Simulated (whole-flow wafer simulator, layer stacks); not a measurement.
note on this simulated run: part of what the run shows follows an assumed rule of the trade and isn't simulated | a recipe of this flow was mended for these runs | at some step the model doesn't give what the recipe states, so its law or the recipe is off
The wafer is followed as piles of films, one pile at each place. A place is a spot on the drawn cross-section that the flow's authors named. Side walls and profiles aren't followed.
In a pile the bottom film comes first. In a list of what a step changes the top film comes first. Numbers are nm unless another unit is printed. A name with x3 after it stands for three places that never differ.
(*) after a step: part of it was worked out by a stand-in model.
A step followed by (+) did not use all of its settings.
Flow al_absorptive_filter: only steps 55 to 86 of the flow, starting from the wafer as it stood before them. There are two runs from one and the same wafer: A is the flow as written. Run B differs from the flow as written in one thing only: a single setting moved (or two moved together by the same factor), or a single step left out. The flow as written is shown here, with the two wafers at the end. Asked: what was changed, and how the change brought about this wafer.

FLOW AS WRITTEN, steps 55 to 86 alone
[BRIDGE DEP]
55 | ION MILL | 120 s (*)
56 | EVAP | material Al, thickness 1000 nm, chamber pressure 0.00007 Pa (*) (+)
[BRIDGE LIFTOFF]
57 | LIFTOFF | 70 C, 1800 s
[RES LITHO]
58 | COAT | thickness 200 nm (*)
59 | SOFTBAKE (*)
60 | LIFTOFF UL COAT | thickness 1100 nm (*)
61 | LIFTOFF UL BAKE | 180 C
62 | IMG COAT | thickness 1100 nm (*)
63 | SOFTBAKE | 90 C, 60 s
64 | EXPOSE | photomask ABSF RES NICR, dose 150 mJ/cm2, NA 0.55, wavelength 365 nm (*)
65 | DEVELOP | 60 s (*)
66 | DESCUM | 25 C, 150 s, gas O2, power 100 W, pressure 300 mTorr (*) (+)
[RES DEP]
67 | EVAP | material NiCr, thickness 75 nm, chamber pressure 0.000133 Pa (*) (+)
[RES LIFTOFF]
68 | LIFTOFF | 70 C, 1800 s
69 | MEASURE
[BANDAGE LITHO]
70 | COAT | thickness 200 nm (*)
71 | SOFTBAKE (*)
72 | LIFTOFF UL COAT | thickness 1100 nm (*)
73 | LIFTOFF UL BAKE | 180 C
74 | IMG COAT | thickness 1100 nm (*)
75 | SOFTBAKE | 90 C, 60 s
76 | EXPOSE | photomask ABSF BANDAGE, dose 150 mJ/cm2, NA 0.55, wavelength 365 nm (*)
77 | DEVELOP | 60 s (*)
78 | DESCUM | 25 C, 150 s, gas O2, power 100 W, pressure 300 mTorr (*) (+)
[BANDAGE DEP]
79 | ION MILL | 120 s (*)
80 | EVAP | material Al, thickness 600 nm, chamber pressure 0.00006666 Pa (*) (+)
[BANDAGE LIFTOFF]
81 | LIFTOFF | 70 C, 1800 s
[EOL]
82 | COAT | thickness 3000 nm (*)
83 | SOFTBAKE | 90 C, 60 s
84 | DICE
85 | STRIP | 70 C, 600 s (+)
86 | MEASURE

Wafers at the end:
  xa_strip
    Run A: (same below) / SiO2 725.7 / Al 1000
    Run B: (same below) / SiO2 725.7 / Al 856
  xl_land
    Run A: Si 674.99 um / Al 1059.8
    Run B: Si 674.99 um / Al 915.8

What caused this: step 56, EVAP: thickness 856 nm was run, while the flow as written has thickness 1000 nm.
The wafer lets one read it off: xa_strip has Al 856, and step 56 as written asks for 1000 nm.

The path from the change to this, step by step:
  56 | EVAP | material Al, thickness 1000 nm, chamber pressure 0.00007 Pa (*) (+)
      gnd, pad_far, pad_near and 10 more: A Al gains 1000 (new film) | B Al gains 856 (new film)
      xl_land: A Al gains 1000 | B Al gains 856
  57 | LIFTOFF | 70 C, 1800 s
      gnd, xa_field, idc_field: A Al loses 1000 (all of it), i-line-resist loses 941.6 (all of it), lift-off-underlayer loses 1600 (all of it), acrylic-e-beam-resist loses 200 (all of it) | B Al loses 856 (all of it), i-line-resist loses 941.6 (all of it), lift-off-underlayer loses 1600 (all of it), acrylic-e-beam-resist loses 200 (all of it)
      pad_far: A Al loses 1000 (all of it), i-line-resist loses 940.5 (all of it), lift-off-underlayer loses 1591.1 (all of it), acrylic-e-beam-resist loses 198.5 (all of it) | B Al loses 856 (all of it), i-line-resist loses 940.5 (all of it), lift-off-underlayer loses 1591.1 (all of it), acrylic-e-beam-resist loses 198.5 (all of it)
      (also at 6 further places)
  58 | COAT | thickness 200 nm (*)
      xa_margin: A acrylic-e-beam-resist gains 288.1 (new film) | B acrylic-e-beam-resist gains 261.8 (new film)
      xa_strip: A acrylic-e-beam-resist gains 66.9 (new film) | B acrylic-e-beam-resist gains 74 (new film)
      (also at 1 further place)
  60 | LIFTOFF UL COAT | thickness 1100 nm (*)
      xa_margin: A lift-off-underlayer gains 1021 (new film) | B lift-off-underlayer gains 973.4 (new film)
      xa_strip: A lift-off-underlayer gains 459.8 (new film) | B lift-off-underlayer gains 496.9 (new film)
  62 | IMG COAT | thickness 1100 nm (*)
      xa_margin: A i-line-resist gains 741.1 (new film) | B i-line-resist gains 780 (new film)
      xa_strip: A i-line-resist gains 577.9 (new film) | B i-line-resist gains 634.9 (new film)
  68 | LIFTOFF | 70 C, 1800 s
      xa_margin: A NiCr loses 75 (all of it), i-line-resist loses 598.1 (all of it), lift-off-underlayer loses 1021 (all of it), acrylic-e-beam-resist loses 288.1 (all of it) | B NiCr loses 75 (all of it), i-line-resist loses 637.3 (all of it), lift-off-underlayer loses 973.4 (all of it), acrylic-e-beam-resist loses 261.8 (all of it)
      xa_strip: A NiCr loses 75 (all of it), i-line-resist loses 433.3 (all of it), lift-off-underlayer loses 459.8 (all of it), acrylic-e-beam-resist loses 66.9 (all of it) | B NiCr loses 75 (all of it), i-line-resist loses 490.3 (all of it), lift-off-underlayer loses 496.9 (all of it), acrylic-e-beam-resist loses 74 (all of it)
      (also at 1 further place)
  70 | COAT | thickness 200 nm (*)
      xa_margin: A acrylic-e-beam-resist gains 288.1 (new film) | B acrylic-e-beam-resist gains 261.8 (new film)
      xa_strip: A acrylic-e-beam-resist gains 66.9 (new film) | B acrylic-e-beam-resist gains 74 (new film)
  72 | LIFTOFF UL COAT | thickness 1100 nm (*)
      xa_margin: A lift-off-underlayer gains 1021 (new film) | B lift-off-underlayer gains 973.4 (new film)
      xa_strip: A lift-off-underlayer gains 459.8 (new film) | B lift-off-underlayer gains 496.9 (new film)
  74 | IMG COAT | thickness 1100 nm (*)
      xa_margin: A i-line-resist gains 741.1 (new film) | B i-line-resist gains 780 (new film)
      xa_strip: A i-line-resist gains 577.9 (new film) | B i-line-resist gains 634.9 (new film)
  81 | LIFTOFF | 70 C, 1800 s
      xa_margin: A Al loses 600 (all of it), i-line-resist loses 604.4 (all of it), lift-off-underlayer loses 1021 (all of it), acrylic-e-beam-resist loses 288.1 (all of it) | B Al loses 600 (all of it), i-line-resist loses 643.6 (all of it), lift-off-underlayer loses 973.4 (all of it), acrylic-e-beam-resist loses 261.8 (all of it)
      xa_strip: A Al loses 600 (all of it), i-line-resist loses 439.6 (all of it), lift-off-underlayer loses 459.8 (all of it), acrylic-e-beam-resist loses 66.9 (all of it) | B Al loses 600 (all of it), i-line-resist loses 496.6 (all of it), lift-off-underlayer loses 496.9 (all of it), acrylic-e-beam-resist loses 74 (all of it)
  82 | COAT | thickness 3000 nm (*)
      xa_strip: A i-line-resist gains 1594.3 (new film) | B i-line-resist gains 1705.7 (new film)
  83 | SOFTBAKE | 90 C, 60 s
      xa_margin: A i-line-resist loses 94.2 | B i-line-resist loses 85.6
      xa_strip: A i-line-resist loses 117.3 | B i-line-resist loses 106.5
  85 | STRIP | 70 C, 600 s (+)
      xa_strip: A i-line-resist loses 1477 (all of it) | B i-line-resist loses 1599.1 (all of it)
